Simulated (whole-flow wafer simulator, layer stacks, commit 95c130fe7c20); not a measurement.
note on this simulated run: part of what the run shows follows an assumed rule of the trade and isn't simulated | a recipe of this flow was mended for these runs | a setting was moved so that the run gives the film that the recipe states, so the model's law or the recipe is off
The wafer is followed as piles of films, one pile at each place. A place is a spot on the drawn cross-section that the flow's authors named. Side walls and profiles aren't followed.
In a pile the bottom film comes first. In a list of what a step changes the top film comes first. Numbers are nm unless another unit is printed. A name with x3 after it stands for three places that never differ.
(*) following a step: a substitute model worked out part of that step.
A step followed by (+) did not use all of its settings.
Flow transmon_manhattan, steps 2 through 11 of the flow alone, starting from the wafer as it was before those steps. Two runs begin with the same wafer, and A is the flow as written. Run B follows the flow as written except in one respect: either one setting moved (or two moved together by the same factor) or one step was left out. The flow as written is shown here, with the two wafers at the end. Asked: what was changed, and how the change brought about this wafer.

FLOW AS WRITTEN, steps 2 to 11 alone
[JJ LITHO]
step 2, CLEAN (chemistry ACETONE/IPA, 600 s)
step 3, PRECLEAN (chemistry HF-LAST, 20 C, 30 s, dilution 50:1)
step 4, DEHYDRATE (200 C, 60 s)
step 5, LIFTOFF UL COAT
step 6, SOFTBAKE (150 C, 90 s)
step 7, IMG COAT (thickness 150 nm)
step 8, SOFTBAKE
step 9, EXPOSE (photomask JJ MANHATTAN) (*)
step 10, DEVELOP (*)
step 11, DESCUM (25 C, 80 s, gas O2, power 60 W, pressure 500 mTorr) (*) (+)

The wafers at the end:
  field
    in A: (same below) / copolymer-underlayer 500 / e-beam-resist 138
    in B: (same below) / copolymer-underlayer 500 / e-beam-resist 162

Cause: step 7, IMG COAT: thickness 174 nm was run, while the flow as written has thickness 150 nm.

Step by step, how the change led to this:
  step 7, IMG COAT (thickness 150 nm)
      field, chan_a x2: A +150 e-beam-resist (new film) | B +174 e-beam-resist (new film)
  step 10, DEVELOP (*)
      chan_a x2: A -150 e-beam-resist (all of it), -500 copolymer-underlayer (all of it) | B -174 e-beam-resist (all of it), -500 copolymer-underlayer (all of it)
